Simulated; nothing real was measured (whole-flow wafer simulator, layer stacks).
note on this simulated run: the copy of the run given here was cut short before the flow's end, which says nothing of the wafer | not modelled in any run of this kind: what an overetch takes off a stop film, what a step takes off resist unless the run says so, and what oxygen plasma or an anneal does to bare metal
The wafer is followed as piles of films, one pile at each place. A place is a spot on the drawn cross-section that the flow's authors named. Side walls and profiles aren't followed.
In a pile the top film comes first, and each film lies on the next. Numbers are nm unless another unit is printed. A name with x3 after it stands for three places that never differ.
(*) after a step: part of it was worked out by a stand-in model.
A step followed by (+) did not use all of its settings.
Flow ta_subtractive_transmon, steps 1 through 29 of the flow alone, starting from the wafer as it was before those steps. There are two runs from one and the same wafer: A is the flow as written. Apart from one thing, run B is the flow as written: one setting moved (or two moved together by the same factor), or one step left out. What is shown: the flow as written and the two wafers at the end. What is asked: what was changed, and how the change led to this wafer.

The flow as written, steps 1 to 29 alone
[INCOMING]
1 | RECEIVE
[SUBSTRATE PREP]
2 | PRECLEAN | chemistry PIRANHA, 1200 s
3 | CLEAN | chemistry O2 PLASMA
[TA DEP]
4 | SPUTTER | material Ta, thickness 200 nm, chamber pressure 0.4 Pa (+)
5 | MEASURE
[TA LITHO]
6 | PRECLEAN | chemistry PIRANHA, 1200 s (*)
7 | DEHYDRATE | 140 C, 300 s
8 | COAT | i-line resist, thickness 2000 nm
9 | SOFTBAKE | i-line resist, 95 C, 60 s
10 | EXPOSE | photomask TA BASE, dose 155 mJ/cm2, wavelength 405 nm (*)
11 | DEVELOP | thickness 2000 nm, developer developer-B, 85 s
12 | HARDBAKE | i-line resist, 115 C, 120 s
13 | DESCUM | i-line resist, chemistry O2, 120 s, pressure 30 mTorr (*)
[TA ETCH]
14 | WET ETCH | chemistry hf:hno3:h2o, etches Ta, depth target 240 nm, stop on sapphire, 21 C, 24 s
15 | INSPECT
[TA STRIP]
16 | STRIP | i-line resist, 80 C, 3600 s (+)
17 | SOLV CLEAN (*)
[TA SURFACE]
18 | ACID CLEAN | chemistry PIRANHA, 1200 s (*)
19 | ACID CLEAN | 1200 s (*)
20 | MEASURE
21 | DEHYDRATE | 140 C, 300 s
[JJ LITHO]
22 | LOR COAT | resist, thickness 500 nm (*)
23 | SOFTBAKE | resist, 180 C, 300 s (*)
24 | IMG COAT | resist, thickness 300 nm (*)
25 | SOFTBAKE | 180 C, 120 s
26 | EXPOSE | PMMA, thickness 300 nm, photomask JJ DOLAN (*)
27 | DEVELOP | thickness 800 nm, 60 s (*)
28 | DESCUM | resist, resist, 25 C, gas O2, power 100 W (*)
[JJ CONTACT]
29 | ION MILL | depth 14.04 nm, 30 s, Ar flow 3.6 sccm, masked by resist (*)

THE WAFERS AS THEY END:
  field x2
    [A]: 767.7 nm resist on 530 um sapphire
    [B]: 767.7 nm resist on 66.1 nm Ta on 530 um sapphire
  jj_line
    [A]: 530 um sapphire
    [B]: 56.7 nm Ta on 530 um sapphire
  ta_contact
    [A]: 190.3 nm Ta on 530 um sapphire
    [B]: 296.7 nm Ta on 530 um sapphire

Cause: step 4, SPUTTER: thickness 306.4 nm was run, whereas the flow has thickness 200 nm.

The path from the change to this, step by step:
  4 | SPUTTER | material Ta, thickness 200 nm, chamber pressure 0.4 Pa (+)
      field x2, jj_line, lead, ta_contact, ta_pad: A Ta gains 200 (new film) | B Ta gains 306.4 (new film)
  14 | WET ETCH | chemistry hf:hno3:h2o, etches Ta, depth target 240 nm, stop on sapphire, 21 C, 24 s
      field x2, jj_line, lead: A Ta loses 200 (all of it) | B Ta loses 240
  22 | LOR COAT | resist, thickness 500 nm (*)
      ta_contact: A resist gains 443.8 (new film) | B resist gains 433.7 (new film)
  29 | ION MILL | depth 14.04 nm, 30 s, Ar flow 3.6 sccm, masked by resist (*)
      jj_line, lead: A sapphire loses 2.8 | B Ta loses 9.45
If metal films that touch count as one body, field x2 has 1 body; the flow as written gives 0 bodies.
If metal films that touch count as one body, jj_line has 1 body; the flow as written gives 0 bodies.
